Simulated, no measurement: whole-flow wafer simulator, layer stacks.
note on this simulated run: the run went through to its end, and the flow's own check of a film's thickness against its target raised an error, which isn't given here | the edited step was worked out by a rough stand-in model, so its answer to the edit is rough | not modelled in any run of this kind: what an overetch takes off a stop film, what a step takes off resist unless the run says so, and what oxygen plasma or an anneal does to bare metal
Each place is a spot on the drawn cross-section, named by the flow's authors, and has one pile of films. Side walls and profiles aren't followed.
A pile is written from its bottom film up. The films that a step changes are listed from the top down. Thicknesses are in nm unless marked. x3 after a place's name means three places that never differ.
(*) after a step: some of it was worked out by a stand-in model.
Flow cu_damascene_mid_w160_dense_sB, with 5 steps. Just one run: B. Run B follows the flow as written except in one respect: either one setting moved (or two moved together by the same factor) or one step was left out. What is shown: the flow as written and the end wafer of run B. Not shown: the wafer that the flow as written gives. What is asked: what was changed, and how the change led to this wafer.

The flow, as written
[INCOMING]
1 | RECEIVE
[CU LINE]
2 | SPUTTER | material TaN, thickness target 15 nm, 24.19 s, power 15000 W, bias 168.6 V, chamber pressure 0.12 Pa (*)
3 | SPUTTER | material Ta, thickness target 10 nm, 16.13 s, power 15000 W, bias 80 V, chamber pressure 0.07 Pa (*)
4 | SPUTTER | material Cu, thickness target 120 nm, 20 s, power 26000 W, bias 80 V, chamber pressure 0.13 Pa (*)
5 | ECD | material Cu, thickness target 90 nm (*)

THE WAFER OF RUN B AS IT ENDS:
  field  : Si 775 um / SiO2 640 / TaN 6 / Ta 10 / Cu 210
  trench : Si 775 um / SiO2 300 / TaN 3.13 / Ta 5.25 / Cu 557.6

The reason: step 2, SPUTTER: thickness target 6 nm was run, though the flow has thickness target 15 nm; step 2, SPUTTER: 9.68 s was run, where the flow has 24.19 s.
The wafer itself shows it: field has TaN 6, and step 2 as written asks for 15 nm.

Step by step, how the change led to this:
  2 | SPUTTER | material TaN, thickness target 15 nm, 24.19 s, power 15000 W, bias 168.6 V, chamber pressure 0.12 Pa (*)
      field: TaN gains 6 (new film) (in the flow as written it would be: TaN gains 15 (new film))
      trench: TaN gains 3.13 (new film) (in the flow as written it would be: TaN gains 7.82 (new film))
  4 | SPUTTER | material Cu, thickness target 120 nm, 20 s, power 26000 W, bias 80 V, chamber pressure 0.13 Pa (*)
      trench: Cu gains 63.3 (new film) (in the flow as written it would be: Cu gains 62 (new film))
